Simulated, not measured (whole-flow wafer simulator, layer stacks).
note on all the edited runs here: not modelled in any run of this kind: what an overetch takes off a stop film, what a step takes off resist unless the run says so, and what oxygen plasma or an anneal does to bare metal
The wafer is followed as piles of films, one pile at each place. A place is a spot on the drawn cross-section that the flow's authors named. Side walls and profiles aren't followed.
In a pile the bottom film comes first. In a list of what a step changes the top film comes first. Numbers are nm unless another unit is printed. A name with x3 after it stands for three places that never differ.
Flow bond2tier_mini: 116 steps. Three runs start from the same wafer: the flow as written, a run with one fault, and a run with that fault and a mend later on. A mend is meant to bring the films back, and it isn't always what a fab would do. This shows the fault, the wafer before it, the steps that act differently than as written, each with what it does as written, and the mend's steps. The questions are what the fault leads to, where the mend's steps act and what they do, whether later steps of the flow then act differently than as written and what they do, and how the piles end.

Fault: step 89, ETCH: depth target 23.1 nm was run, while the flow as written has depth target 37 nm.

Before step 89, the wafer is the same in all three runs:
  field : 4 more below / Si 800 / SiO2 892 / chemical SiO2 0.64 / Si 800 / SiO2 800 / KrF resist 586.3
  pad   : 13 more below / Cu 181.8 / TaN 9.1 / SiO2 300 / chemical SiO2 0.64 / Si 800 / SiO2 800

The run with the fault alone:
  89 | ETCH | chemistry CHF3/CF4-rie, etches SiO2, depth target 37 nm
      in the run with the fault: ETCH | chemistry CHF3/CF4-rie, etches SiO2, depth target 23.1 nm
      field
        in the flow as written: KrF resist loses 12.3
        in the run with the fault: KrF resist loses 7.7
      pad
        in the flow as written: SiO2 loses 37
        in the run with the fault: SiO2 loses 23.1
  Steps further on in the flow that do not act as written (5 more steps, not shown, differ only slightly: by at most 2% or 0.5 nm, whichever is larger):
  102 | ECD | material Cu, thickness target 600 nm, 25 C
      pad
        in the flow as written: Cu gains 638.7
        in the run with the fault: Cu gains 624.1
  By the end, the piles at pad depart from the flow's by more than 2% or 0.5 nm, whichever is larger.
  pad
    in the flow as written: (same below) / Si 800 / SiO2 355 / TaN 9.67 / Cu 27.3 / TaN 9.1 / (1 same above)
    in the run with the fault: (same below) / Si 800 / SiO2 368.9 / TaN 9.8 / Cu 13.3 / TaN 9.1 / (1 same above)

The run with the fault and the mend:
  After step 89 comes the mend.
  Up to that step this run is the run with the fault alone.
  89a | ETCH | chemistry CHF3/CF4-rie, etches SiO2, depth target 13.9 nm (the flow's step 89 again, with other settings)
      field
        KrF resist loses 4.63
      pad
        SiO2 loses 13.9
  None of the later steps of the flow acts differently than as written at any place that is followed.
  At every place that both follow, the piles at the end match the flow's.
